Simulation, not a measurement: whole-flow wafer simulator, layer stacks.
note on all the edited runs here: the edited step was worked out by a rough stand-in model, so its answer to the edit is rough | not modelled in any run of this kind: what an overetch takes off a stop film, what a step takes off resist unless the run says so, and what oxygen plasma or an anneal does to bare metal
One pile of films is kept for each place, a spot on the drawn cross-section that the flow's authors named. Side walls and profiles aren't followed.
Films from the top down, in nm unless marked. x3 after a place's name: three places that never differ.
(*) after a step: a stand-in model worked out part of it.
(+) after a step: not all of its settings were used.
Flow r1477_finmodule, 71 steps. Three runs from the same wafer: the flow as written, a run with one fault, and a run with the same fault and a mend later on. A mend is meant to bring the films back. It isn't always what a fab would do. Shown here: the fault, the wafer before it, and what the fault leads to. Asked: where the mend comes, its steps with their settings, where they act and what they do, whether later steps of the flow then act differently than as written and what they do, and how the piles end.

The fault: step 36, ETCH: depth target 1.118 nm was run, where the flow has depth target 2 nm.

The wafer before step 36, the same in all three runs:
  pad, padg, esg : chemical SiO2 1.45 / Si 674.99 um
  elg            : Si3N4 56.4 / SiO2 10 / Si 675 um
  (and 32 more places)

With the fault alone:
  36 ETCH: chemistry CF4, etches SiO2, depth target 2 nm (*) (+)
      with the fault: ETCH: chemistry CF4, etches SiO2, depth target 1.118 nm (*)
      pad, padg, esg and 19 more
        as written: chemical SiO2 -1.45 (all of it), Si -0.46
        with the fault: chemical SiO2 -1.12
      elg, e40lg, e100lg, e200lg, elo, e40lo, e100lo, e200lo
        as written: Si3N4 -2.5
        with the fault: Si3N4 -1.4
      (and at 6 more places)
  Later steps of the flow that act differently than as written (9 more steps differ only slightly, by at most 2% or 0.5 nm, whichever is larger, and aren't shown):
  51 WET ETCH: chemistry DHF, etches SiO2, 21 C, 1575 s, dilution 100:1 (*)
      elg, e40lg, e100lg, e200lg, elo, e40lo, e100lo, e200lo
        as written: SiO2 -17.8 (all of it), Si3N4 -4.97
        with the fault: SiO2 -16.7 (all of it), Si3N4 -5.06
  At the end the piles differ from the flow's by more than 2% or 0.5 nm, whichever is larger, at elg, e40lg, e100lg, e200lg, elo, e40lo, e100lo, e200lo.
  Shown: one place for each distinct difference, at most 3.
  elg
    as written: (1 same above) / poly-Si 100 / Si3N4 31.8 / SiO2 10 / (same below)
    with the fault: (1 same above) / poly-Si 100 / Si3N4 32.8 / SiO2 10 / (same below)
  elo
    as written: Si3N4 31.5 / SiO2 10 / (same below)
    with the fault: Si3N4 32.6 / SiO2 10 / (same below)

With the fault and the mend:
  The mend comes after step 36.
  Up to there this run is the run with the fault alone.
  36a ETCH: chemistry CF4, etches SiO2, depth target 0.882 nm (*) (+) (the flow's step 36 once more, with other settings)
      pad, padg, esg and 19 more
        chemical SiO2 -0.33 (all of it), Si -0.46
      elg, e40lg, e100lg, e200lg, elo, e40lo, e100lo, e200lo
        Si3N4 -1.1
      s40sg_line, s45sg_line, s50sg_line, s40so_line, s45so_line, s50so_line
        SiO2 -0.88
  No later step of the flow acts differently than as written at any place that is followed.
  At the end the piles are the same as the flow's at every place that both follow.
